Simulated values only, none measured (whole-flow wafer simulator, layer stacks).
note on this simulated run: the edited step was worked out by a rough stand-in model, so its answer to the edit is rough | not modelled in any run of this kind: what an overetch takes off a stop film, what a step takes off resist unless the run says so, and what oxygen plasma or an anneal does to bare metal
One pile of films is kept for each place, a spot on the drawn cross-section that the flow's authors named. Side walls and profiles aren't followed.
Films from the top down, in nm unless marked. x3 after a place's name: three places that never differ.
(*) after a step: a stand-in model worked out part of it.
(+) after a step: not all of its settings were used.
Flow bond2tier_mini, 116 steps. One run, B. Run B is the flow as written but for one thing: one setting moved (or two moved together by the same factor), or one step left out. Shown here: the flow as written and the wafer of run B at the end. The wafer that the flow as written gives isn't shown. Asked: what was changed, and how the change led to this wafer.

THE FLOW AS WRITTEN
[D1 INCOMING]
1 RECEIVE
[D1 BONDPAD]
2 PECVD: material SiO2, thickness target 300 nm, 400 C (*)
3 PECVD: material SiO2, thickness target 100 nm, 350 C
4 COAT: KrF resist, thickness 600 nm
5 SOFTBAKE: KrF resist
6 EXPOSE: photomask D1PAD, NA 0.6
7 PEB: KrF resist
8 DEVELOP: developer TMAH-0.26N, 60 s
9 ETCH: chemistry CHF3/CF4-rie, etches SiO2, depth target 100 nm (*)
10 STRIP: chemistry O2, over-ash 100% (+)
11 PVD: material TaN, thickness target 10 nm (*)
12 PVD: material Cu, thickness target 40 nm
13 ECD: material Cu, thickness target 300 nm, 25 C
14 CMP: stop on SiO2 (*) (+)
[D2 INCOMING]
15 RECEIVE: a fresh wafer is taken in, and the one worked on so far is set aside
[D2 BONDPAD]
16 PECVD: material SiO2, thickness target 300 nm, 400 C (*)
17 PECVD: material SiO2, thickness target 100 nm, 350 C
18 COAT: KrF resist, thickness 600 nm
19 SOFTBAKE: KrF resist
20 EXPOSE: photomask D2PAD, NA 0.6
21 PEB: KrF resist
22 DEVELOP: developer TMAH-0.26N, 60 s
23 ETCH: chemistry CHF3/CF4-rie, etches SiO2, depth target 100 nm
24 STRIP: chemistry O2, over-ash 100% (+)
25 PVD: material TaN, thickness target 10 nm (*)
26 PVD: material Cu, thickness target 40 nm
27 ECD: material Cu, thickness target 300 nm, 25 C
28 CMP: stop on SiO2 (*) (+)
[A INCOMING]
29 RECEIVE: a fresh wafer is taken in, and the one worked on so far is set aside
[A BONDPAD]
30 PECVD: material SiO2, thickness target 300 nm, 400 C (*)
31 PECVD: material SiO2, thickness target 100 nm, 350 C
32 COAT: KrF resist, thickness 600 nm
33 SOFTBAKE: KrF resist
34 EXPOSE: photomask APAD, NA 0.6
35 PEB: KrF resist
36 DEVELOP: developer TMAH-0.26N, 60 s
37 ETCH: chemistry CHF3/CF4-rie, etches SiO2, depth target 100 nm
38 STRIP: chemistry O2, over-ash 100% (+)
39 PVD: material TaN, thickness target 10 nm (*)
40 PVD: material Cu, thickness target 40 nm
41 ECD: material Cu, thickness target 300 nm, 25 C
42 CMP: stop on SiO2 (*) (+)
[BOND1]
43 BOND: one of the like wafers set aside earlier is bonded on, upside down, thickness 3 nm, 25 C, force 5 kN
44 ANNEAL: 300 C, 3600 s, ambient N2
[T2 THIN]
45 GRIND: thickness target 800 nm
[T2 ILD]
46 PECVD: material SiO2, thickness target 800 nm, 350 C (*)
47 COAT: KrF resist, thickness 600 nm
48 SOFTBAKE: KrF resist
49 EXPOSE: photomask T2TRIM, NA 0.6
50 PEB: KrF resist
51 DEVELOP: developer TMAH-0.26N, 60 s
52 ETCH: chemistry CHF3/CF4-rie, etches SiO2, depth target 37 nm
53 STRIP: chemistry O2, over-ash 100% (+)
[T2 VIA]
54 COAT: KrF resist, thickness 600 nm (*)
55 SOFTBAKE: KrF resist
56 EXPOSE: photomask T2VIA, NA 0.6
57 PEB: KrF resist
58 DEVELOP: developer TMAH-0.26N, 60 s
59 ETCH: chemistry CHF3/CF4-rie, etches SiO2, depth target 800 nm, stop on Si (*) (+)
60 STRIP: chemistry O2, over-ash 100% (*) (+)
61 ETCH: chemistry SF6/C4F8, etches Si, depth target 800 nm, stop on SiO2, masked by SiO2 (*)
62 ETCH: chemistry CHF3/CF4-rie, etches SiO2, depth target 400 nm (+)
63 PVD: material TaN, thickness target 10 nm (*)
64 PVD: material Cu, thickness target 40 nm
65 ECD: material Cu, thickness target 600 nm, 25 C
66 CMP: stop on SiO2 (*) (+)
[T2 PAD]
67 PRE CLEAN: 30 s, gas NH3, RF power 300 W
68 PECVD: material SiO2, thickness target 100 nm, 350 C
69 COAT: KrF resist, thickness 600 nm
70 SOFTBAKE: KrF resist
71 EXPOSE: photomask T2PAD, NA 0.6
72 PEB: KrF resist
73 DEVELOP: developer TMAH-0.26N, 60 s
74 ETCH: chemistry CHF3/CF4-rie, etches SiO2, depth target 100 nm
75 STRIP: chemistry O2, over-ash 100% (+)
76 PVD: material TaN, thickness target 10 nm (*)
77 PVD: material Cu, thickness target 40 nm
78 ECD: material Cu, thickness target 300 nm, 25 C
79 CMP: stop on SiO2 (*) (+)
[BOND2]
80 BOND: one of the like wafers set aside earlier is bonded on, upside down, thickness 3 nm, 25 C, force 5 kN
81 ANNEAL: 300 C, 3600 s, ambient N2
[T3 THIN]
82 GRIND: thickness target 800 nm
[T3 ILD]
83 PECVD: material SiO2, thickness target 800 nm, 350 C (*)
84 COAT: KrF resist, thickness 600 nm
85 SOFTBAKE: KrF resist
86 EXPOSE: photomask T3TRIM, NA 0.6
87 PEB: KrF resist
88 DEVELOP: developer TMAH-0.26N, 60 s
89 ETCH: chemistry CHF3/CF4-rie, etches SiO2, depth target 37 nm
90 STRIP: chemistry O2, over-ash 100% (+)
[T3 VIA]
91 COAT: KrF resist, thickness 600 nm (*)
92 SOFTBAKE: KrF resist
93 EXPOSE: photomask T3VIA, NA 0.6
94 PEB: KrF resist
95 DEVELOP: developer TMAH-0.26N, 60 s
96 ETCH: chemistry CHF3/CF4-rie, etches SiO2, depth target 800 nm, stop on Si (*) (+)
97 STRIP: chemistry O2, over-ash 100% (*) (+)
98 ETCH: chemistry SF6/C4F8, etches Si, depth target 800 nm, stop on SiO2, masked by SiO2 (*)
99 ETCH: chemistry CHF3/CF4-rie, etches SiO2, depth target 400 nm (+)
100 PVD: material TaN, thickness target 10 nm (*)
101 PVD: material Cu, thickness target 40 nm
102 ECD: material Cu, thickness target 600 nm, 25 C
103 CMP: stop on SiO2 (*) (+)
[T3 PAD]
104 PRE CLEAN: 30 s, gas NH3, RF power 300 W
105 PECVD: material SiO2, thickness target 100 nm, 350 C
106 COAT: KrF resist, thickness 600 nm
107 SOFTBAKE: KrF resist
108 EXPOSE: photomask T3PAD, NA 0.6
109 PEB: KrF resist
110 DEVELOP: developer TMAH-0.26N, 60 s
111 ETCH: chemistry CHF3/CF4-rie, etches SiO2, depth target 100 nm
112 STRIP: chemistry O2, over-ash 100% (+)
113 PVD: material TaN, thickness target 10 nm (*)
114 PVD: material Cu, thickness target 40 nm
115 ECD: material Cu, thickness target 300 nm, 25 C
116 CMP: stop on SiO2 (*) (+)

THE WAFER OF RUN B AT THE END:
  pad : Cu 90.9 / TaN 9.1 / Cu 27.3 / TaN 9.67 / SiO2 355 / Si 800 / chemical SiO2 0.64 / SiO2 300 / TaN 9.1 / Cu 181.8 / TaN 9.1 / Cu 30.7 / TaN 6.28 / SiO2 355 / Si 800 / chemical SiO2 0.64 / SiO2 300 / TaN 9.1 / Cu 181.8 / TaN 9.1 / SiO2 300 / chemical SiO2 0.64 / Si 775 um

The cause: step 63, PVD: thickness target 6.5 nm was run, where the flow has thickness target 10 nm.

How the change led to this, step by step:
  63 PVD: material TaN, thickness target 10 nm (*)
      field: TaN +6.5 (new film) (as written it would be: TaN +10 (new film))
      pad: TaN +6.28 (new film) (as written it would be: TaN +9.67 (new film))
  66 CMP: stop on SiO2 (*) (+)
      field: Cu -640 (all of it), TaN -6.5 (all of it) (as written it would be: Cu -640 (all of it), TaN -10 (all of it))
